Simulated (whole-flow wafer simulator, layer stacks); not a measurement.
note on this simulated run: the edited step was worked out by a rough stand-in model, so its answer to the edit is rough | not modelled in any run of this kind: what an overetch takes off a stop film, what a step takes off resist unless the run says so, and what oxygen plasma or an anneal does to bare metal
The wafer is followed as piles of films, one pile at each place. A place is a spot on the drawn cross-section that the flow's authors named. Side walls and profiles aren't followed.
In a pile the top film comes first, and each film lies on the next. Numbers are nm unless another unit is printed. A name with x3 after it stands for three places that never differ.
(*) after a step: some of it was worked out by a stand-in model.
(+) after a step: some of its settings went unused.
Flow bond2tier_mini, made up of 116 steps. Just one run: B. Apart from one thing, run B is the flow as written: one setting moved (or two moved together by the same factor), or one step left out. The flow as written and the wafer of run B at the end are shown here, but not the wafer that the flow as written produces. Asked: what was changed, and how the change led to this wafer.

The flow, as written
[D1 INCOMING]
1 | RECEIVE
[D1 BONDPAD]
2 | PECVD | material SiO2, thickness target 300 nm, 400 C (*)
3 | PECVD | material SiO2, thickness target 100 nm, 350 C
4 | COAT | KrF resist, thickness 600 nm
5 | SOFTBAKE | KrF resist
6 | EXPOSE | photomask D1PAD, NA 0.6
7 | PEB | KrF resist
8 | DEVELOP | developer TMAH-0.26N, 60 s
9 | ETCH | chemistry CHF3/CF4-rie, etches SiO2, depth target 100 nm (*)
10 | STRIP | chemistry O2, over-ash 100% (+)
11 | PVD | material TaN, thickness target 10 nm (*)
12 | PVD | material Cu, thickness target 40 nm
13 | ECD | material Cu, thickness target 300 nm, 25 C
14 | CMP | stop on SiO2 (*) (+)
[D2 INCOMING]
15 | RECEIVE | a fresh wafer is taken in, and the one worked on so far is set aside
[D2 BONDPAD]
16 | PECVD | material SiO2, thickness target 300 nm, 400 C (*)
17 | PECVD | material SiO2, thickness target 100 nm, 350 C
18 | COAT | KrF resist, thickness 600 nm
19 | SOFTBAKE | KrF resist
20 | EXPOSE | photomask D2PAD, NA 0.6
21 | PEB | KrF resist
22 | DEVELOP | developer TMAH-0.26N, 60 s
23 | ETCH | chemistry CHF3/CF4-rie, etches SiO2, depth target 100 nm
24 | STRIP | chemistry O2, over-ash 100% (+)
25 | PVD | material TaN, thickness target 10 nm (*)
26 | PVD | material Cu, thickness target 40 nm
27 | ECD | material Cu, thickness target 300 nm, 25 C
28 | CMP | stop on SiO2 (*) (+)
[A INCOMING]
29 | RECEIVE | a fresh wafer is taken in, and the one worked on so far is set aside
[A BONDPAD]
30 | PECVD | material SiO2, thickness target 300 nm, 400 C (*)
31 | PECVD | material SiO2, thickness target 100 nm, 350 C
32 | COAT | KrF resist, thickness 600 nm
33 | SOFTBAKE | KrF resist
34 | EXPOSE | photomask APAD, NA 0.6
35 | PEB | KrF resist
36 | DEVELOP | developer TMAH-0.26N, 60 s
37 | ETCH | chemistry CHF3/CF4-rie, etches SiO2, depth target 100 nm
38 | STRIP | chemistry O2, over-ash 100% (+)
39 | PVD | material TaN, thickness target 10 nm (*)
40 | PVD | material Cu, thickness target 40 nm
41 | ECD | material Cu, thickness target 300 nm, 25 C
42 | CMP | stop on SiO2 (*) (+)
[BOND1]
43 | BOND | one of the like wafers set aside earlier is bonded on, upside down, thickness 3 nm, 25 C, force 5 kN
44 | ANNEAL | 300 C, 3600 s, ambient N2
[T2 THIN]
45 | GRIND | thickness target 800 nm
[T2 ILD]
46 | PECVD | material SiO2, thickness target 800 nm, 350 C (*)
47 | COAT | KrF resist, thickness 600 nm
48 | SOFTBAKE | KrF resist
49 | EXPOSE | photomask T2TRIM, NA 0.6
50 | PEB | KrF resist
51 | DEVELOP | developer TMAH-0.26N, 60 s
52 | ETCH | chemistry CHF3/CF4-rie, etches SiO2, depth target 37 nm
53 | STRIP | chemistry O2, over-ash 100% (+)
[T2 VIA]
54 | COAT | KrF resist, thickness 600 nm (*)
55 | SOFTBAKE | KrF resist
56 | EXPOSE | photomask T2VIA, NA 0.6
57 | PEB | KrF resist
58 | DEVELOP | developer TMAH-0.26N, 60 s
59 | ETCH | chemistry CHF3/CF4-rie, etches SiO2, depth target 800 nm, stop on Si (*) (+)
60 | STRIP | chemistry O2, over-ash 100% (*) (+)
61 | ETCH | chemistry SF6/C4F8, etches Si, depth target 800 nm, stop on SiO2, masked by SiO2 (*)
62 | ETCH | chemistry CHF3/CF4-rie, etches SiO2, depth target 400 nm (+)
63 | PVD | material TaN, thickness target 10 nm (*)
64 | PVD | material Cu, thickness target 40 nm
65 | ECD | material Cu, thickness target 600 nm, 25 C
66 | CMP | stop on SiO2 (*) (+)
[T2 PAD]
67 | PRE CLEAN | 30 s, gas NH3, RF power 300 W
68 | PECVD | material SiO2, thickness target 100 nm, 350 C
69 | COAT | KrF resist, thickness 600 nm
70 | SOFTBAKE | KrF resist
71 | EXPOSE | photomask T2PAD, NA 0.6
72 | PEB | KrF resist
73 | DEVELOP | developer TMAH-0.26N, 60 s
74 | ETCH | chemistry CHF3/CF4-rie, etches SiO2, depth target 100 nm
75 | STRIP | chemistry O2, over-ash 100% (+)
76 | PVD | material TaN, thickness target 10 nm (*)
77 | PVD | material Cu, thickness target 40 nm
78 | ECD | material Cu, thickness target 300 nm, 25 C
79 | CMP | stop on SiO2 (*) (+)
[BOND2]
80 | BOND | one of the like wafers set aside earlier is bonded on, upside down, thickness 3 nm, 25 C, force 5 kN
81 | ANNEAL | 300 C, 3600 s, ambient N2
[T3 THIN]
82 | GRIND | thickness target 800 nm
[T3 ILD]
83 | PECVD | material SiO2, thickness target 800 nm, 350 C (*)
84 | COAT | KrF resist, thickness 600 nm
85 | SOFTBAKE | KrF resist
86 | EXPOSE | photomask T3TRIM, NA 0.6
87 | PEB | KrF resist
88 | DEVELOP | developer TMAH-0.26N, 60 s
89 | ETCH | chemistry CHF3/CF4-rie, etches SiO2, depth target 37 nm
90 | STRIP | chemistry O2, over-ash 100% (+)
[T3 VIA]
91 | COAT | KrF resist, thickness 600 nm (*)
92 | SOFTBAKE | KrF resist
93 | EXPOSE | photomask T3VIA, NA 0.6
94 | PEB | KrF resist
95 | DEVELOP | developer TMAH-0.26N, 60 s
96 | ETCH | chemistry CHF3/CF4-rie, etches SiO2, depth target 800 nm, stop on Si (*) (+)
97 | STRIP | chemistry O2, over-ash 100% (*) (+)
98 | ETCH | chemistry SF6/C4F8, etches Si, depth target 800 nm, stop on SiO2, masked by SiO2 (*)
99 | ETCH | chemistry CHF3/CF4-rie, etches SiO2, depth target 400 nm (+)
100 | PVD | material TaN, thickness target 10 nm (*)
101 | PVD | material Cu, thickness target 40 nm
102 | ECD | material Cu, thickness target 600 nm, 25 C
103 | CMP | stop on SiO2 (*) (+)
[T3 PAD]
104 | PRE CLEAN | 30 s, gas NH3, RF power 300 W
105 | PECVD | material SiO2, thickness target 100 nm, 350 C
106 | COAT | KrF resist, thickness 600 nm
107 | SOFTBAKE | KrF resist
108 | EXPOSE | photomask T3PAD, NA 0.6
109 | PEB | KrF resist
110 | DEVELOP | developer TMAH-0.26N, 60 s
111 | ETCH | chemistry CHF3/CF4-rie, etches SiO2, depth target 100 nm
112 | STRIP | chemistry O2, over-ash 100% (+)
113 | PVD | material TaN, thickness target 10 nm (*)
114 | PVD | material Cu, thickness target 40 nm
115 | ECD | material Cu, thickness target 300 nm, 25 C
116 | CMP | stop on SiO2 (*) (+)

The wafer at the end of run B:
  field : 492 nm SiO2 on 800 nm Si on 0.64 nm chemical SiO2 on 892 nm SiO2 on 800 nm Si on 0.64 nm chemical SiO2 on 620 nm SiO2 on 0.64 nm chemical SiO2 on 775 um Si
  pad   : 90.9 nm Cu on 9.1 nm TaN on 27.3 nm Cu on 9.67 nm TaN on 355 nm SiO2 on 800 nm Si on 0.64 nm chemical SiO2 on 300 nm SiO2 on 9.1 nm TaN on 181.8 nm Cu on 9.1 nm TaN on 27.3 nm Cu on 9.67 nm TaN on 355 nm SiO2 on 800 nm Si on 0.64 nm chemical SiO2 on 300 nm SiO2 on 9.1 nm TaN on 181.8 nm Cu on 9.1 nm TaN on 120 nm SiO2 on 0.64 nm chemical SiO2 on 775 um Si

Cause: step 30, PECVD: thickness target 120 nm was run, though the flow has thickness target 300 nm.
The wafer itself shows it: pad has SiO2 120, and step 30 as written asks for 300 nm.

How this came from the change, step by step:
  30 | PECVD | material SiO2, thickness target 300 nm, 400 C (*)
      field, pad, via: +120 SiO2 (new film) (it would be, as written: +300 SiO2 (new film))
